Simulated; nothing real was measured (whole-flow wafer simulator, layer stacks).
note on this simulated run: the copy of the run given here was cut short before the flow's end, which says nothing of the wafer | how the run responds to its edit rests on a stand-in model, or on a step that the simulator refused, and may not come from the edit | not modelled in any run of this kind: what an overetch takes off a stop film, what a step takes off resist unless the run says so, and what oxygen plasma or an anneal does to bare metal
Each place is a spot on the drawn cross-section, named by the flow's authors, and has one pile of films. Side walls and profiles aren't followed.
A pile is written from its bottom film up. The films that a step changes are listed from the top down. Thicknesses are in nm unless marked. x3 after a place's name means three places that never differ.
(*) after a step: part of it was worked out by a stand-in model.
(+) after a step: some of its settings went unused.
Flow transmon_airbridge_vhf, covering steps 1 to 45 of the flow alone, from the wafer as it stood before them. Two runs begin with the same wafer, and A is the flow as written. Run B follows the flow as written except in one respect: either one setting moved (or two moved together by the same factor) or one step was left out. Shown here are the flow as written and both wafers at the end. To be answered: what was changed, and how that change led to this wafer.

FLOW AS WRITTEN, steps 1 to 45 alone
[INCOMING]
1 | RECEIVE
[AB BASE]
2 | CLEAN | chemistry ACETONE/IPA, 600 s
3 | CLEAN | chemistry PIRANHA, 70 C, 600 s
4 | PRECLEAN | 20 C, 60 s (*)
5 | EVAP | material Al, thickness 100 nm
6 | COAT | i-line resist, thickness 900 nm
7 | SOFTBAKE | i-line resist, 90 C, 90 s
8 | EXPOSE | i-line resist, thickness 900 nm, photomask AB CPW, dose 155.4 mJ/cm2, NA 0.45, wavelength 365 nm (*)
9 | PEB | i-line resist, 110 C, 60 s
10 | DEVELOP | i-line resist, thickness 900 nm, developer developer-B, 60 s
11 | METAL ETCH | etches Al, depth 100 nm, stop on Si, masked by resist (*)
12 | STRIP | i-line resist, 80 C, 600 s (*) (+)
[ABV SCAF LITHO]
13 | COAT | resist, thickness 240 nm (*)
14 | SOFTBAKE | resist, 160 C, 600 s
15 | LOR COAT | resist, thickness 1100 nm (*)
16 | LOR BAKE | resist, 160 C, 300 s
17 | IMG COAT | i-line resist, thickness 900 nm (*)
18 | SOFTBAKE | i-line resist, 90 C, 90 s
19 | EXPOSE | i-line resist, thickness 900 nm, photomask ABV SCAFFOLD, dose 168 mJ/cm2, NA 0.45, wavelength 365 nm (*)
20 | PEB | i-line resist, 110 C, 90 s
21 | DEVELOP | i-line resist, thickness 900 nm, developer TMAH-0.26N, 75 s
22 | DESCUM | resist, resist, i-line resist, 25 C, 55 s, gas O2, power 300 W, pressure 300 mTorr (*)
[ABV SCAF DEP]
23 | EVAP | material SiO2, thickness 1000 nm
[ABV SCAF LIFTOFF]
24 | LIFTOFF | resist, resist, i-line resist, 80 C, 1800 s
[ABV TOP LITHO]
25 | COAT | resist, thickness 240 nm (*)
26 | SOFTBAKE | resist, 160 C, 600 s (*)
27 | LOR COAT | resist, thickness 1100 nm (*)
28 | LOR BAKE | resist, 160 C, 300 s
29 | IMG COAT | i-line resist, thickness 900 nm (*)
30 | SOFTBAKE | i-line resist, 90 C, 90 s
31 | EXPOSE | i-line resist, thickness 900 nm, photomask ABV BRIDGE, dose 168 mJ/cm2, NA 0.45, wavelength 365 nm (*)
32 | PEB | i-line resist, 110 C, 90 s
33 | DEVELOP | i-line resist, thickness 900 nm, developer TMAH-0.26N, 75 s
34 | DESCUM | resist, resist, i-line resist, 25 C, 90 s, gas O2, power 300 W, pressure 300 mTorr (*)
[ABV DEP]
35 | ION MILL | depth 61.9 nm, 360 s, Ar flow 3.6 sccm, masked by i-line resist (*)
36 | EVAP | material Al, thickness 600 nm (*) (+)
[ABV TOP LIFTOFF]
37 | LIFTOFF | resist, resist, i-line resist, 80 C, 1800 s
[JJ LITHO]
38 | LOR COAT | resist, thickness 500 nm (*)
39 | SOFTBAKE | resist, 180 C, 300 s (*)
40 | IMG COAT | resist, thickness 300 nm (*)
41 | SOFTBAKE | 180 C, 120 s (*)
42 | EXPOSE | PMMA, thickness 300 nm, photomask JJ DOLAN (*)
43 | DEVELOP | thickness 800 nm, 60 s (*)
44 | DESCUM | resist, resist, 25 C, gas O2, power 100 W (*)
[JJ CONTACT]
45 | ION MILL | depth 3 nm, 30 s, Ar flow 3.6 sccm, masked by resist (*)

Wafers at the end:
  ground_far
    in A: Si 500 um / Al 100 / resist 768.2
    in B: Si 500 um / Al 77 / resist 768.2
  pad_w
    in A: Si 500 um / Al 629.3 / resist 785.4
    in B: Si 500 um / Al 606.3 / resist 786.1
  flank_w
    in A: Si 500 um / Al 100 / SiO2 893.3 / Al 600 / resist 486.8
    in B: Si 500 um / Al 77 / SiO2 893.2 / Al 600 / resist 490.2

Cause: step 5, EVAP: thickness 77 nm was run, whereas the flow has thickness 100 nm.
The wafer lets one read it off: ground_far has Al 77, and step 5 as written asks for 100 nm.

Step by step, how the change led to this:
  5 | EVAP | material Al, thickness 100 nm
      field x3, jj_line, ground_far and 12 more: A Al gains 100 (new film) | B Al gains 77 (new film)
  11 | METAL ETCH | etches Al, depth 100 nm, stop on Si, masked by resist (*)
      field x3, jj_line, gap_w, gap_e: A Al loses 100 (all of it) | B Al loses 77 (all of it)
